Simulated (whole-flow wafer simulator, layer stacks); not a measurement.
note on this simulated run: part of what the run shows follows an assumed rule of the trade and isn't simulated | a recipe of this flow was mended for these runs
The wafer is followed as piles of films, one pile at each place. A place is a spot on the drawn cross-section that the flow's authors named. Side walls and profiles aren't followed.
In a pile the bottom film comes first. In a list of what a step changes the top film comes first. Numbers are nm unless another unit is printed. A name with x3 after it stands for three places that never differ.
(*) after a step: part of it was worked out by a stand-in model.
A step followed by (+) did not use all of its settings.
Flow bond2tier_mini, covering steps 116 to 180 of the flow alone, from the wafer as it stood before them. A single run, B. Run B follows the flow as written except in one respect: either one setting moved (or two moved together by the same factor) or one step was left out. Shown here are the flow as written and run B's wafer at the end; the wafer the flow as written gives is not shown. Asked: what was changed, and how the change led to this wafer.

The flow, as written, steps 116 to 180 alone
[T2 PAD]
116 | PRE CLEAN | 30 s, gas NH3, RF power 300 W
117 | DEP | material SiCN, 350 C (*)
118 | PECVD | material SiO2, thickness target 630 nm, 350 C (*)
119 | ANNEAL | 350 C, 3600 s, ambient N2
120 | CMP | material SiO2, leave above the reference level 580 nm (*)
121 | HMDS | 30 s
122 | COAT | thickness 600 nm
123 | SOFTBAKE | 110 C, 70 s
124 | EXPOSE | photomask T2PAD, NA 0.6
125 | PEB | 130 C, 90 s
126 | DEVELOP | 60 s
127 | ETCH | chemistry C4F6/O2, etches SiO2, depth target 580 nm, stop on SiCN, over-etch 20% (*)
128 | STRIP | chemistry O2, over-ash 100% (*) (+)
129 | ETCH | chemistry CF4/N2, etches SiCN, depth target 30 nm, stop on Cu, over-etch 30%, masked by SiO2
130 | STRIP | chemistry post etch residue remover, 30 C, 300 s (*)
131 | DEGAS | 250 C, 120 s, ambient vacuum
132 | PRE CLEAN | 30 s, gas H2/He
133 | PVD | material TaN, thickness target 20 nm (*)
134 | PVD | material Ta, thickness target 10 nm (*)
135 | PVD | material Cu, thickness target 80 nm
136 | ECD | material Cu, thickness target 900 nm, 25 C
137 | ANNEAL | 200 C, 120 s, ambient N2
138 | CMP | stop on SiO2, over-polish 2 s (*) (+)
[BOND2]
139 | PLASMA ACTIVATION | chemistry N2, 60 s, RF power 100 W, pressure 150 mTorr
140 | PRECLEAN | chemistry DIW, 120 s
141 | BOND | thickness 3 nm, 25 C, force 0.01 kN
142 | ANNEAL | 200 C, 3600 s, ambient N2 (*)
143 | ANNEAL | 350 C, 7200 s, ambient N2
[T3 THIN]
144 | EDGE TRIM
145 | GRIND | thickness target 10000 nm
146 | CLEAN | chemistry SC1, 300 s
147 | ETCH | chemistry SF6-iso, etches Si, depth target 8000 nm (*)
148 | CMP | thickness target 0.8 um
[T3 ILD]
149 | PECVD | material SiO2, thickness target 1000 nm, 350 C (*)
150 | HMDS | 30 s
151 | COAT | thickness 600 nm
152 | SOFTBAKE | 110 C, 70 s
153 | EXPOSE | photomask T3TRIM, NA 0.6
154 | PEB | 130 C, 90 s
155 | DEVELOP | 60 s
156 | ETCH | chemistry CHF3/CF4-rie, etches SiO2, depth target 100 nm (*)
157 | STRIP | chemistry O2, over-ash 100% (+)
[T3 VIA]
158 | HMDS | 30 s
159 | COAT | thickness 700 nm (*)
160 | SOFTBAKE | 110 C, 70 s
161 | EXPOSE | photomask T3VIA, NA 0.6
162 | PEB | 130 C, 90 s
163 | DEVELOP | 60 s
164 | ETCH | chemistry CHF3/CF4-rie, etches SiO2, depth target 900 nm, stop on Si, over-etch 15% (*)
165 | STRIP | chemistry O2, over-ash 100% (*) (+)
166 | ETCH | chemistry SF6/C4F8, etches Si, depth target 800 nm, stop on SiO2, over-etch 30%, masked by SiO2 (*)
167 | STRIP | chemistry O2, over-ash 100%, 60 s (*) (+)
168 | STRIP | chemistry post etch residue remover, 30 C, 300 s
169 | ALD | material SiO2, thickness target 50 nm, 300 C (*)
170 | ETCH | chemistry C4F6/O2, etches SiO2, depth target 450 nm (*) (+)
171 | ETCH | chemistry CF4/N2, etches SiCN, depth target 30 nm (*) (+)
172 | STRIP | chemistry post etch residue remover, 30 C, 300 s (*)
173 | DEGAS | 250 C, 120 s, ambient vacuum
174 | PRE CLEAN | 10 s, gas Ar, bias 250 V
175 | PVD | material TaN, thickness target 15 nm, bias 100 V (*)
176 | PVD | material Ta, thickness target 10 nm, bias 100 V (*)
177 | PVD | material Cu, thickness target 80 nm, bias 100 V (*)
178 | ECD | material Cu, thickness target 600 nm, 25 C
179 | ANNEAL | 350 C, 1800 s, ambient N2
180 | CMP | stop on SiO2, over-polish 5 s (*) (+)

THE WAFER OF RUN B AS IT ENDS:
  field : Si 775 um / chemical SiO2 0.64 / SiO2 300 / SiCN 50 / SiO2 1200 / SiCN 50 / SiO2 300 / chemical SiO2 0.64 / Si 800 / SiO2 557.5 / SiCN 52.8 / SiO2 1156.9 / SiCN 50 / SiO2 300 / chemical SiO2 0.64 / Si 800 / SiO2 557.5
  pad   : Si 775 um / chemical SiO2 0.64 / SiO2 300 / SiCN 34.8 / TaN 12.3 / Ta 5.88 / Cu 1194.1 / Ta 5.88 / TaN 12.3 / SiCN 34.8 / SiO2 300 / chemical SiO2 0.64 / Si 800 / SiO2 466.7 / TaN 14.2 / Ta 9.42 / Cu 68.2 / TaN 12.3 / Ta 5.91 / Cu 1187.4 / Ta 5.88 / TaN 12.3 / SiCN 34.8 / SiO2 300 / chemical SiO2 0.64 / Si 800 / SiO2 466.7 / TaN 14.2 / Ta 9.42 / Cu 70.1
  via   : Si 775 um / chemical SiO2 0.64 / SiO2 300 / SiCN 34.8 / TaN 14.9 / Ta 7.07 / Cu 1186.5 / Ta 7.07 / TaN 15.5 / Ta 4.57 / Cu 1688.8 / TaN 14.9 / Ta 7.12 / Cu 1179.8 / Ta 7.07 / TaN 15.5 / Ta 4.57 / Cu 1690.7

Cause: step 117, DEP: 337 C was run, whereas the flow has 350 C.

How this came from the change, step by step:
  117 | DEP | material SiCN, 350 C (*)
      field, pad, via: +52.8 SiCN (new film) (it would be, as written: +50 SiCN (new film))
  129 | ETCH | chemistry CF4/N2, etches SiCN, depth target 30 nm, stop on Cu, over-etch 30%, masked by SiO2
      pad, via: -33.2 SiCN (all of it), -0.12 Cu (it would be, as written: -30.4 SiCN (all of it), -0.17 Cu)
